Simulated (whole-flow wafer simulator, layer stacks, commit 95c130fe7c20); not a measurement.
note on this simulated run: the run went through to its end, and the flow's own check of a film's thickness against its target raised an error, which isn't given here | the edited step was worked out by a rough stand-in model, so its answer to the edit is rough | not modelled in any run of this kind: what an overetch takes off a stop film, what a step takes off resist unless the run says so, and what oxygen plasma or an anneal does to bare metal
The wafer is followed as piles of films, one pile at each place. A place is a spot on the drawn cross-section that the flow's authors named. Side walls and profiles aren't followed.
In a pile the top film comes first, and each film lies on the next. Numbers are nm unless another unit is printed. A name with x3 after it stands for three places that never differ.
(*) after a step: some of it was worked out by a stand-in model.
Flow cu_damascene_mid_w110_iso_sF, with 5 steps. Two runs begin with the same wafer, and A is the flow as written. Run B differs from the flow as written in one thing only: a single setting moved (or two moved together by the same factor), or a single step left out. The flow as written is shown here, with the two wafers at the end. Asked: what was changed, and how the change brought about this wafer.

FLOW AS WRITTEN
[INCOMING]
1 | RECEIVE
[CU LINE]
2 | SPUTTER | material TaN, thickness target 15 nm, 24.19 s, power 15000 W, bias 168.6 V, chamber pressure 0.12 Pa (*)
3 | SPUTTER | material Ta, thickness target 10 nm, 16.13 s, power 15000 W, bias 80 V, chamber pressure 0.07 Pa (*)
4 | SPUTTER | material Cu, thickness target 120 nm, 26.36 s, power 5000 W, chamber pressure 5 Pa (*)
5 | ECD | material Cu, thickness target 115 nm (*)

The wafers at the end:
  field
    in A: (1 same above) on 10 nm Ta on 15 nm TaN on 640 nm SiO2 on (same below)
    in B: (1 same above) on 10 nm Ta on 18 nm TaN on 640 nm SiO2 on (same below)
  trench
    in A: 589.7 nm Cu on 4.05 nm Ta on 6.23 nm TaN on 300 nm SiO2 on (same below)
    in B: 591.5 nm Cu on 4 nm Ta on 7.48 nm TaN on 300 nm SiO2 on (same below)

Cause: step 2, SPUTTER: thickness target 18 nm was run, though the flow has thickness target 15 nm.
The wafer lets one read it off: field has TaN 18, and step 2 as written asks for 15 nm.

Step by step, how the change led to this:
  2 | SPUTTER | material TaN, thickness target 15 nm, 24.19 s, power 15000 W, bias 168.6 V, chamber pressure 0.12 Pa (*)
      field: A TaN gains 15 (new film) | B TaN gains 18 (new film)
      trench: A TaN gains 6.23 (new film) | B TaN gains 7.48 (new film)
